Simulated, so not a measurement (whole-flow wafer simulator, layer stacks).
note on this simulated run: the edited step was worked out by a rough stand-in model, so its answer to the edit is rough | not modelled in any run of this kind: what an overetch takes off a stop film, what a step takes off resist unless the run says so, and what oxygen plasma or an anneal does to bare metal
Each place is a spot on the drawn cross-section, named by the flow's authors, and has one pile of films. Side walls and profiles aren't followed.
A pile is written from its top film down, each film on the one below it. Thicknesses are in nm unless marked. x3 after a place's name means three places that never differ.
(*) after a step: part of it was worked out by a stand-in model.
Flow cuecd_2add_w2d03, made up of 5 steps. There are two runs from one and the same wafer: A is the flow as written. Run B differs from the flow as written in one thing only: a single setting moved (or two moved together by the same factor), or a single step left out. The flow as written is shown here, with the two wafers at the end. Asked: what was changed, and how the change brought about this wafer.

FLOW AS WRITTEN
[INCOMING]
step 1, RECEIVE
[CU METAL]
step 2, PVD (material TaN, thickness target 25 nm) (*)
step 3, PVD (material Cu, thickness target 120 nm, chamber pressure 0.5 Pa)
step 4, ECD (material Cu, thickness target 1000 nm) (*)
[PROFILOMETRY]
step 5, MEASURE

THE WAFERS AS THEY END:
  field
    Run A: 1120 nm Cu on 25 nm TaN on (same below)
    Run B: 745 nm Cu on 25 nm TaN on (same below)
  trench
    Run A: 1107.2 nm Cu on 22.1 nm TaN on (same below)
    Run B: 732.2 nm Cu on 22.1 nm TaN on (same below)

Cause: step 4, ECD: thickness target 625 nm was run, whereas the flow has thickness target 1000 nm.

The path from the change to this, step by step:
  step 4, ECD (material Cu, thickness target 1000 nm) (*)
      field, trench: A +1000 Cu | B +625 Cu
